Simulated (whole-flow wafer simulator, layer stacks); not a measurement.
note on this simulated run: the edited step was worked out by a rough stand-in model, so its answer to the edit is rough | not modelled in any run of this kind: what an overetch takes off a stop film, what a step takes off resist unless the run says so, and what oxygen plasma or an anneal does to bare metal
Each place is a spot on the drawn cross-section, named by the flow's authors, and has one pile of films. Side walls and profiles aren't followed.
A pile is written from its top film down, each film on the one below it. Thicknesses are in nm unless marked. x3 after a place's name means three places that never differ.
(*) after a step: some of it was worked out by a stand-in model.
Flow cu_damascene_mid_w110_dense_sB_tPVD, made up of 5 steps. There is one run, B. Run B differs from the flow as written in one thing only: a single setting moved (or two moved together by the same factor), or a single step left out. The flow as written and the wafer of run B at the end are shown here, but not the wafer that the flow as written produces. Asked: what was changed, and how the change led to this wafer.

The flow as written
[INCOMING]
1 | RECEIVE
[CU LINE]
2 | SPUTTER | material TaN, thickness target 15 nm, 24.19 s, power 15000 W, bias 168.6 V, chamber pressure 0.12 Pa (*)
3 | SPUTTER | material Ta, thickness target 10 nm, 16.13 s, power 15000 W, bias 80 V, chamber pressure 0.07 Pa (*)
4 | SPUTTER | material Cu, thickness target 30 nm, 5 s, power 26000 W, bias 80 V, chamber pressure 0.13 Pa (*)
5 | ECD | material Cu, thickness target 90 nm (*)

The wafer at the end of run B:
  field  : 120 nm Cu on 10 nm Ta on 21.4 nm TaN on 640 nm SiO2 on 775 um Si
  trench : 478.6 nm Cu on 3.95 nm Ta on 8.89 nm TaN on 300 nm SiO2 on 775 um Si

What caused this: step 2, SPUTTER: thickness target 21.4 nm was run, whereas the flow has thickness target 15 nm; step 2, SPUTTER: 34.47 s was run, where the flow has 24.19 s.
The wafer lets one read it off: field has TaN 21.4, and step 2 as written asks for 15 nm.

Step by step, how the change led to this:
  2 | SPUTTER | material TaN, thickness target 15 nm, 24.19 s, power 15000 W, bias 168.6 V, chamber pressure 0.12 Pa (*)
      field: +21.4 TaN (new film) (in the flow as written it would be: +15 TaN (new film))
      trench: +8.89 TaN (new film) (in the flow as written it would be: +6.23 TaN (new film))
